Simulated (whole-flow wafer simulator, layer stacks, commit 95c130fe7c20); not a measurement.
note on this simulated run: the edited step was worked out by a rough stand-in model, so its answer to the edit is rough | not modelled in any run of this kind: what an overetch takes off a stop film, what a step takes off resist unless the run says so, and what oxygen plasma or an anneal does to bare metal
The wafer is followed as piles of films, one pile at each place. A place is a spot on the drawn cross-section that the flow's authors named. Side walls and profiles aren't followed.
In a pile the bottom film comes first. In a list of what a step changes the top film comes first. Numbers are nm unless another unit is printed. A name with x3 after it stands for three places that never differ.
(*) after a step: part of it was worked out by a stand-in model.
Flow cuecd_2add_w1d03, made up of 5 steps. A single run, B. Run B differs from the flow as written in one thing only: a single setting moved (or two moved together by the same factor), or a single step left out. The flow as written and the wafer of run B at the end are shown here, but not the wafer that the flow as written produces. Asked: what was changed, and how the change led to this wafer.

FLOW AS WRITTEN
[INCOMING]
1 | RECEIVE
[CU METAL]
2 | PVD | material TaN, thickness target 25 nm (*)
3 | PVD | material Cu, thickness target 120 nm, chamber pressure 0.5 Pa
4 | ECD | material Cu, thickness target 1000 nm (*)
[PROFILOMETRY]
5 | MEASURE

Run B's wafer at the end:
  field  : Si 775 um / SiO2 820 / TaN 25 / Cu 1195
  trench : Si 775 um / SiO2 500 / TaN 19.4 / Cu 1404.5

The reason: step 4, ECD: thickness target 1075 nm was run, while the flow as written has thickness target 1000 nm.

Step by step, how the change led to this:
  4 | ECD | material Cu, thickness target 1000 nm (*)
      field: Cu gains 1075 (it would be, as written: Cu gains 1000)
      trench: Cu gains 1311.1 (it would be, as written: Cu gains 1226.8)
